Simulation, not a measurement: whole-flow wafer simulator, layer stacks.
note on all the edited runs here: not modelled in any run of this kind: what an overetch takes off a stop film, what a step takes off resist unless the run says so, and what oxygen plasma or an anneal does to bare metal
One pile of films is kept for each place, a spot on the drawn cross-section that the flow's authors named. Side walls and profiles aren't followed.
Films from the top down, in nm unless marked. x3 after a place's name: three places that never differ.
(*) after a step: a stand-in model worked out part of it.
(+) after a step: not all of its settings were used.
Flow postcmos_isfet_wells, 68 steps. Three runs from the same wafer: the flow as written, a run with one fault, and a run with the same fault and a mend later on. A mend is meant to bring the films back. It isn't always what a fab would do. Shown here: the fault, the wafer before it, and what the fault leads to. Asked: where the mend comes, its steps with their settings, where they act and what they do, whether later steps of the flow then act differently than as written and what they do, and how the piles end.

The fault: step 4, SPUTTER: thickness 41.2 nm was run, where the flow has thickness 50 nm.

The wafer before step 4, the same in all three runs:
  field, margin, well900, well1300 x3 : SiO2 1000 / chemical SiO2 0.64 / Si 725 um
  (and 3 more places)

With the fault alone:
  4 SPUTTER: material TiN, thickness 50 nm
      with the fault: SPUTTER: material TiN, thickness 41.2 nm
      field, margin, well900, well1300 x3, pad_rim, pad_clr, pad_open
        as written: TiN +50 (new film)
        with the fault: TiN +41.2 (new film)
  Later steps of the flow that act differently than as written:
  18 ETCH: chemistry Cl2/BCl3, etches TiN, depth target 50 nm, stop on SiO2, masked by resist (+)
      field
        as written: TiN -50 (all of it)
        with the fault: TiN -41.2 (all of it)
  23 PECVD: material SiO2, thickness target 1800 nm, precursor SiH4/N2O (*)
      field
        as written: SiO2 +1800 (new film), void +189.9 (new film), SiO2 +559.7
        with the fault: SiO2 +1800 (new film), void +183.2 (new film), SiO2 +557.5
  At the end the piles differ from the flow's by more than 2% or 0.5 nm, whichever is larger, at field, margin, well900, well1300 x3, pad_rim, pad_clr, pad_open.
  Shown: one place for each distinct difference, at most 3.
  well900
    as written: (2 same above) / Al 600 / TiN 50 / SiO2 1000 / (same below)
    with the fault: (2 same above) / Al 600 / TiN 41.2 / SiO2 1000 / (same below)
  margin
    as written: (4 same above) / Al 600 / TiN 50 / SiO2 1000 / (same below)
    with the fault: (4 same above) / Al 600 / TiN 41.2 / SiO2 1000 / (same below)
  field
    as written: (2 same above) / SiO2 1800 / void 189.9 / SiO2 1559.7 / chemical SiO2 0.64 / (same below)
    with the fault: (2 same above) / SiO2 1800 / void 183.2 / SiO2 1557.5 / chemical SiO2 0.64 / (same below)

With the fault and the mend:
  The mend comes after step 4.
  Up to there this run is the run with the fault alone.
  4a SPUTTER: material TiN, thickness 8.8 nm (the flow's step 4 once more, with other settings)
      field, margin, well900, well1300 x3, pad_rim, pad_clr, pad_open
        TiN +8.8
  No later step of the flow acts differently than as written at any place that is followed.
  At the end the piles are the same as the flow's at every place that both follow.
